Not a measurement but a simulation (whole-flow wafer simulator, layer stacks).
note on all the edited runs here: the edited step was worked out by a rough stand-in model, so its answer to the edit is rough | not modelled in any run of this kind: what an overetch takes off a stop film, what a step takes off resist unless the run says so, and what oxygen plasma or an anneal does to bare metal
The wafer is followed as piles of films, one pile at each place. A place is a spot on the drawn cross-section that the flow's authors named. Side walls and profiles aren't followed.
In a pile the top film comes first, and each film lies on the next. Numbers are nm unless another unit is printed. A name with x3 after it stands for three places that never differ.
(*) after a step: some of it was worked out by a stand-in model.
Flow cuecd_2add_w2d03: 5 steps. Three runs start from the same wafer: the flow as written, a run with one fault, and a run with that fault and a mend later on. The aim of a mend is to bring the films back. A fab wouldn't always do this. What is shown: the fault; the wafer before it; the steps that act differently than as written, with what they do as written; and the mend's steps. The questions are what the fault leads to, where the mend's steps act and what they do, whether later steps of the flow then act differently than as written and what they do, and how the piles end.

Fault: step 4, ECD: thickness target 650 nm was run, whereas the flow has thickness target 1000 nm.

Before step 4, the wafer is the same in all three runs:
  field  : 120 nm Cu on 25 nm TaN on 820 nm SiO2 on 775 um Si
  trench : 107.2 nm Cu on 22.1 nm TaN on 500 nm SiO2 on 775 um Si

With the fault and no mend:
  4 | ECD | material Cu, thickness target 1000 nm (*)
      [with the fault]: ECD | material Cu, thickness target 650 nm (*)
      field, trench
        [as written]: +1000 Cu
        [with the fault]: +650 Cu
  Later steps of the flow that are run all act as written at every place that is followed.
  By the end, the piles at field, trench depart from the flow's by more than 2% or 0.5 nm, whichever is larger.
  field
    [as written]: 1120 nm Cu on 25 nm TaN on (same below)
    [with the fault]: 770 nm Cu on 25 nm TaN on (same below)
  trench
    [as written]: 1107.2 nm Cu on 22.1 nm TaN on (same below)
    [with the fault]: 757.2 nm Cu on 22.1 nm TaN on (same below)

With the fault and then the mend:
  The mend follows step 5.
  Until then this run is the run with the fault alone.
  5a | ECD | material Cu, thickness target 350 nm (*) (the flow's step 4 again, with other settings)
      field, trench
        +350 Cu
  Later steps of the flow that are run all act as written at every place that is followed.
  At every place that both follow, the piles at the end match the flow's.
